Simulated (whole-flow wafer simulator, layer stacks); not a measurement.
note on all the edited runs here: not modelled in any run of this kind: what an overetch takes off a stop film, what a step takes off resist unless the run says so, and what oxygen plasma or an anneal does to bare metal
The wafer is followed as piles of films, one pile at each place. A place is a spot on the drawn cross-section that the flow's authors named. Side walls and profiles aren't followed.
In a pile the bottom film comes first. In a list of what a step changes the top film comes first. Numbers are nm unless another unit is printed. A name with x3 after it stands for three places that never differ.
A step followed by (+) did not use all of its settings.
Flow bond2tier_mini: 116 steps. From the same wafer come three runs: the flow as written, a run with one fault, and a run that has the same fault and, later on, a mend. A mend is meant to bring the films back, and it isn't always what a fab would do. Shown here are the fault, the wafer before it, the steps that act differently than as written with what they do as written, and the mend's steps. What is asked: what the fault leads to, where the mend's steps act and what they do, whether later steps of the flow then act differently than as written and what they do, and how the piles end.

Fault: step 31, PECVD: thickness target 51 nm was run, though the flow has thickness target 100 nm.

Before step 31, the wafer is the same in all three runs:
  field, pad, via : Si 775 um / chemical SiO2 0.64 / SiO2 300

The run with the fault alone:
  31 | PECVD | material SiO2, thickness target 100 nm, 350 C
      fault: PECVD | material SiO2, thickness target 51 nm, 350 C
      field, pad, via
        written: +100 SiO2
        fault: +51 SiO2
  Later steps of the flow that are run all act as written at every place that is followed.
  At field, pad, the piles at the end differ from the flow's by more than 2% or 0.5 nm, whichever is larger.
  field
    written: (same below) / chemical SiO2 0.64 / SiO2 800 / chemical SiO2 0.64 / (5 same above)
    fault: (same below) / chemical SiO2 0.64 / SiO2 751 / chemical SiO2 0.64 / (5 same above)
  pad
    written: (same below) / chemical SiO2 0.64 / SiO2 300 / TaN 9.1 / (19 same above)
    fault: (same below) / chemical SiO2 0.64 / SiO2 251 / TaN 9.1 / (19 same above)

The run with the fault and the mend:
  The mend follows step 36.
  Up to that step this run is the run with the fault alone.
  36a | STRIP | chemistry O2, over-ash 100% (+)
      field
        -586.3 KrF resist (all of it)
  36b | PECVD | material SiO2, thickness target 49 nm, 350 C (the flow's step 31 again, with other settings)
      field, pad, via
        +49 SiO2
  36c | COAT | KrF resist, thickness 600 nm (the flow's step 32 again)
      field, pad, via
        +600 KrF resist (new film)
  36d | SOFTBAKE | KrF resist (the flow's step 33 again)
      does not change any film at any place that is followed
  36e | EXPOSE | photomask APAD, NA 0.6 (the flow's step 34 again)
      does not change any film at any place that is followed
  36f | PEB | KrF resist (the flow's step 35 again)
      does not change any film at any place that is followed
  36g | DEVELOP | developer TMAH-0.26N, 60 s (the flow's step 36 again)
      pad, via
        -600 KrF resist (all of it)
      field
        -13.7 KrF resist
  Later steps of the flow that are run all act as written at every place that is followed.
  The piles end the same as the flow's at every place that both follow.
